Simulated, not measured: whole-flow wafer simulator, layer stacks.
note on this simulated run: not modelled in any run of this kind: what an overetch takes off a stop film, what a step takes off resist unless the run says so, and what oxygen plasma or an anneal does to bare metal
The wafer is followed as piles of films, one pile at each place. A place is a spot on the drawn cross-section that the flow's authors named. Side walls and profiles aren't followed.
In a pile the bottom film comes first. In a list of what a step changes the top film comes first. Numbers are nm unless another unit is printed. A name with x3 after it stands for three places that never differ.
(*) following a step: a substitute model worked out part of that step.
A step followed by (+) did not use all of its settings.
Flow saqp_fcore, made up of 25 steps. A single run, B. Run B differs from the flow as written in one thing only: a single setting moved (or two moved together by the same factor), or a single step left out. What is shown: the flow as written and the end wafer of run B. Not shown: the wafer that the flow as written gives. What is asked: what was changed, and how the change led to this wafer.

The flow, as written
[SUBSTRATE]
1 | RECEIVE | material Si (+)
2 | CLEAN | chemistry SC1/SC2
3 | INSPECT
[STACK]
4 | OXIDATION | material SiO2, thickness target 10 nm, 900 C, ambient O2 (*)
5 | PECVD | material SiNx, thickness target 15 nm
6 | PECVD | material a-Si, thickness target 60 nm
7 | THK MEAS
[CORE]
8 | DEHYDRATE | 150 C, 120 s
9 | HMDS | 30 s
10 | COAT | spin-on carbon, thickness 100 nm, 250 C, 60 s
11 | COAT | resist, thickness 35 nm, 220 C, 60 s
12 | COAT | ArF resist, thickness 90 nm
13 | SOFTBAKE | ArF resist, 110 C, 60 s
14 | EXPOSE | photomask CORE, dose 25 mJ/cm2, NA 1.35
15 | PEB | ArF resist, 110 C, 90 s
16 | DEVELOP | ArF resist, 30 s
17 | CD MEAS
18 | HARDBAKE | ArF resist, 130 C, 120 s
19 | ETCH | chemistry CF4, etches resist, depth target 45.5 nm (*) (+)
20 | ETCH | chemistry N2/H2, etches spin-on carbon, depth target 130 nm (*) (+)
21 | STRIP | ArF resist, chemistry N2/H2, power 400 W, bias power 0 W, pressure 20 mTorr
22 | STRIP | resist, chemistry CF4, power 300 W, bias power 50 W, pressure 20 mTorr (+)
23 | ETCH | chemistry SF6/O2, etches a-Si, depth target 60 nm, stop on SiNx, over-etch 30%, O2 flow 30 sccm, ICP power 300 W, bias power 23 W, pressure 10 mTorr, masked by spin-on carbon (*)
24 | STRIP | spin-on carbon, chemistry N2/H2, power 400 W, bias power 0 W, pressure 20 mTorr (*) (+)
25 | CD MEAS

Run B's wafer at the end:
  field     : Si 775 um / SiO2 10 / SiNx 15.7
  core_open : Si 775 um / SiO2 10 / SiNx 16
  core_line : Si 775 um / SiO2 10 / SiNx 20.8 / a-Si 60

What caused this: step 5, PECVD: thickness target 20.8 nm was run, though the flow has thickness target 15 nm.
The wafer itself shows it: core_line has SiNx 20.8, and step 5 as written asks for 15 nm.

The path from the change to this, step by step:
  5 | PECVD | material SiNx, thickness target 15 nm
      field, core_open, core_line: +20.8 SiNx (new film) (in the flow as written it would be: +15 SiNx (new film))
